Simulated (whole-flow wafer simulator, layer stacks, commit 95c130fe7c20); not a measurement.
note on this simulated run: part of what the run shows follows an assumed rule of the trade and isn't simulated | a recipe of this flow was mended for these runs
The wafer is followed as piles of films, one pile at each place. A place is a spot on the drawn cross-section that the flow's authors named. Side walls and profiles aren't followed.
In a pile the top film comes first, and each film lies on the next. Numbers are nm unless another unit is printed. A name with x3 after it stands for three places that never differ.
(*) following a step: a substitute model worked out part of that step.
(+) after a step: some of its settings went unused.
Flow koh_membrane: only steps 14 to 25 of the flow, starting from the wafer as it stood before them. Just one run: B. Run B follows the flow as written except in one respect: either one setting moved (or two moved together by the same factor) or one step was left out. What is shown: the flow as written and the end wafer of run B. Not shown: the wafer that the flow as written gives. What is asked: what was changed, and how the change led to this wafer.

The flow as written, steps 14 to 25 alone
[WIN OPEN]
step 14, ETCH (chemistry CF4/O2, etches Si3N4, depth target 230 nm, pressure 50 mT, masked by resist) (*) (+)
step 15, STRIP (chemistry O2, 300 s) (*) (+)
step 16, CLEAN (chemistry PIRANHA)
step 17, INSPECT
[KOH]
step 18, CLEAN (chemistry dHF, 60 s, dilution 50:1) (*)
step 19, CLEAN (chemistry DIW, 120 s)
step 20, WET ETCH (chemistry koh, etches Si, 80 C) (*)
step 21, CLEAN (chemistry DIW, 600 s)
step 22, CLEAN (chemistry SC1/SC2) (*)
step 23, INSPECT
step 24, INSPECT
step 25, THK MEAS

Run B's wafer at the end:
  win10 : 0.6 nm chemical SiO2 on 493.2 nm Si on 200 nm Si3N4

Cause: step 14, ETCH: depth target 368 nm was run, whereas the flow has depth target 230 nm.

The path from the change to this, step by step:
  step 14, ETCH (chemistry CF4/O2, etches Si3N4, depth target 230 nm, pressure 50 mT, masked by resist) (*) (+)
      win20 x4, win10: Si3N4 loses 200 (all of it), chemical SiO2 loses 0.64 (all of it), Si loses 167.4 (in the flow as written it would be: Si3N4 loses 200 (all of it), chemical SiO2 loses 0.64 (all of it), Si loses 29.4)
      field: i-line-resist loses 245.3 (in the flow as written it would be: i-line-resist loses 153.3)
  step 15, STRIP (chemistry O2, 300 s) (*) (+)
      field: i-line-resist loses 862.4 (all of it) (in the flow as written it would be: i-line-resist loses 954.4 (all of it))
